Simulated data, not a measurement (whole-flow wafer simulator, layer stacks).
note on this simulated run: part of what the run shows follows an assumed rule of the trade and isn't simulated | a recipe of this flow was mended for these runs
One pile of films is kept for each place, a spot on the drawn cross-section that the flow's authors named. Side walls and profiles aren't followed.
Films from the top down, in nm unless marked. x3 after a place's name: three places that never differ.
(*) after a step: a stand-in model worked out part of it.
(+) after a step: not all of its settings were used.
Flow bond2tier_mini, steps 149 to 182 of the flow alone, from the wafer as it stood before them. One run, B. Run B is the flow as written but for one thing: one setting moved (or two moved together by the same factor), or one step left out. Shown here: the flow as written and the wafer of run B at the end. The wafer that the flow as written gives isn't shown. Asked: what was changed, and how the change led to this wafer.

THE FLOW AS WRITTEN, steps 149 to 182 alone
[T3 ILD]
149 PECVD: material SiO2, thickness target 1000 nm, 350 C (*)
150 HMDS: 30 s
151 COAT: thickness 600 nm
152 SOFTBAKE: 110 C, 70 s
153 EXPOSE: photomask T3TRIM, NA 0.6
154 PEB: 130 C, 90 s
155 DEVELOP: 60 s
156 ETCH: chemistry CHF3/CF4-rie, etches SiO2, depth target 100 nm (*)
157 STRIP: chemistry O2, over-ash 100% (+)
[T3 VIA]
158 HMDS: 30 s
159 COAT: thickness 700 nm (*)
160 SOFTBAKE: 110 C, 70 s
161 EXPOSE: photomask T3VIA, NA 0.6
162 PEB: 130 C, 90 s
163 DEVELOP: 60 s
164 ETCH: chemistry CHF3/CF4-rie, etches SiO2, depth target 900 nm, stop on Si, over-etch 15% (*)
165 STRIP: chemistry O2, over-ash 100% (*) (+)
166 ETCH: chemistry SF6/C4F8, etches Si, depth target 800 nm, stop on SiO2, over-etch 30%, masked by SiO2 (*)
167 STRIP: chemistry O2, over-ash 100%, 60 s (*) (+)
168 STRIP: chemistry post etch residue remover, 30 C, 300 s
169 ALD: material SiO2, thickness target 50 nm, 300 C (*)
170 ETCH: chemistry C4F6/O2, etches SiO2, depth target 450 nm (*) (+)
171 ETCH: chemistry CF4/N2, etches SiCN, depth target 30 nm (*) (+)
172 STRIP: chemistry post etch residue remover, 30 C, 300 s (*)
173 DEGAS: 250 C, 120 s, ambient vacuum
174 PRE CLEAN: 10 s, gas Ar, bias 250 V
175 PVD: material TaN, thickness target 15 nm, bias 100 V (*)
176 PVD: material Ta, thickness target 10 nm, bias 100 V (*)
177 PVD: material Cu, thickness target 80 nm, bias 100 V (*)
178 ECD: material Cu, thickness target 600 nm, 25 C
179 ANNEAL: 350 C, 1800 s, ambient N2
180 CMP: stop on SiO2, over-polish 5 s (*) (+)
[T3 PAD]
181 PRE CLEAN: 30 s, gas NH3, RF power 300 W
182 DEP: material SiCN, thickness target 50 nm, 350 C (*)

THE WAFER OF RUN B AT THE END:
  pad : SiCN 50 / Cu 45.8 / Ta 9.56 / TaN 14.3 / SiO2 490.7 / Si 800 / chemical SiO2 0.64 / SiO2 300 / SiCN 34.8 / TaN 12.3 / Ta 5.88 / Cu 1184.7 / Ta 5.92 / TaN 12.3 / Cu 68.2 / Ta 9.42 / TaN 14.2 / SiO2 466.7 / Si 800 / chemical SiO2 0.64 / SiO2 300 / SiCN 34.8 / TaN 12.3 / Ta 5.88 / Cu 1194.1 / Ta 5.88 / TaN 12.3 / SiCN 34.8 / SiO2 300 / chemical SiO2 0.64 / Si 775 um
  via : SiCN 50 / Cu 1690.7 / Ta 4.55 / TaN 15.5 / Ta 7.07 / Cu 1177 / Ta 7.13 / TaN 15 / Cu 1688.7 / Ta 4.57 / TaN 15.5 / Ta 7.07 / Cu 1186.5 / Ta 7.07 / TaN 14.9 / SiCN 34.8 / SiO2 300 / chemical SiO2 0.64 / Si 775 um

The cause: step 156, ETCH: depth target 76 nm was run, where the flow has depth target 100 nm.

How the change led to this, step by step:
  156 ETCH: chemistry CHF3/CF4-rie, etches SiO2, depth target 100 nm (*)
      pad, via: SiO2 -76 (as written it would be: SiO2 -100)
      field: thick-KrF-resist -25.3 (as written it would be: thick-KrF-resist -33.3)
  164 ETCH: chemistry CHF3/CF4-rie, etches SiO2, depth target 900 nm, stop on Si, over-etch 15% (*)
      via: SiO2 -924 (all of it), Si -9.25 (as written it would be: SiO2 -900 (all of it), Si -11.2)
  165 STRIP: chemistry O2, over-ash 100% (*) (+)
      field: thick-KrF-resist -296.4 (all of it) (as written it would be: thick-KrF-resist -286.6 (all of it))
      pad: thick-KrF-resist -362.7 (all of it) (as written it would be: thick-KrF-resist -372.9 (all of it))
  178 ECD: material Cu, thickness target 600 nm, 25 C
      pad: Cu +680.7 (as written it would be: Cu +706.1)
